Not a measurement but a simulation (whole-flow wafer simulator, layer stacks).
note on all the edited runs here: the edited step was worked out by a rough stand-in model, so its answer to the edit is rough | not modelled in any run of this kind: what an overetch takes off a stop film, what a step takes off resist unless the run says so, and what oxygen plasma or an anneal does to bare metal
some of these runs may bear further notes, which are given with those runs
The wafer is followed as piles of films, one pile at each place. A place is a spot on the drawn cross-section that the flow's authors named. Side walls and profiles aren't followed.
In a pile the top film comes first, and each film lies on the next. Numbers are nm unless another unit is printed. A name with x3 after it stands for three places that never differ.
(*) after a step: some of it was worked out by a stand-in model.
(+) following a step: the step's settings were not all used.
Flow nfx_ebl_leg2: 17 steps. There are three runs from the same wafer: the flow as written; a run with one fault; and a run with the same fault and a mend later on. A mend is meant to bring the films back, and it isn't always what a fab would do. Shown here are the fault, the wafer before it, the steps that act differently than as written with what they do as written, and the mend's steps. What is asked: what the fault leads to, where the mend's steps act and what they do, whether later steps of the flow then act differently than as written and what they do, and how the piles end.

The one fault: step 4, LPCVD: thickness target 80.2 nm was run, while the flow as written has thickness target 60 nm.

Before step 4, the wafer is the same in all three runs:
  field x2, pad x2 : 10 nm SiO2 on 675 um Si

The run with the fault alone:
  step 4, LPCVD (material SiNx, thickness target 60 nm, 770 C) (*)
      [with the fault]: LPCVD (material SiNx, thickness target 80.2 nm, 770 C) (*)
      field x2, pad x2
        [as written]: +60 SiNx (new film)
        [with the fault]: +80.2 SiNx (new film)
  Steps further on in the flow that do not act as written:
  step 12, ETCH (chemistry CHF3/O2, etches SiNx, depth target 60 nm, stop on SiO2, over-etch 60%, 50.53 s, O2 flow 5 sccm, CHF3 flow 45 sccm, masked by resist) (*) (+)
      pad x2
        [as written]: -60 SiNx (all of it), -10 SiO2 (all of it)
        [with the fault]: -80.2 SiNx (all of it), -7.9 SiO2
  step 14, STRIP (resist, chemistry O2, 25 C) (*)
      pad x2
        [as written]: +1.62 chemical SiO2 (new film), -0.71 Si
        [with the fault]: nothing
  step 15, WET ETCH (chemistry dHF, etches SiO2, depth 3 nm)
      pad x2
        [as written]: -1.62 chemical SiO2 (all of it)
        [with the fault]: -2.1 SiO2 (all of it)
  By the end, the piles at field x2 depart from the flow's by more than 2% or 0.5 nm, whichever is larger.
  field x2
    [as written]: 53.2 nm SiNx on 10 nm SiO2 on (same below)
    [with the fault]: 73.4 nm SiNx on 10 nm SiO2 on (same below)

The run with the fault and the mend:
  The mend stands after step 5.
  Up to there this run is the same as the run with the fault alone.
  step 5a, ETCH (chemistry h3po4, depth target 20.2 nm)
      field x2, pad x2
        -20.2 SiNx
  None of the later steps of the flow acts differently than as written at any place that is followed.
  By the end, the piles equal the flow's at every place that both follow.
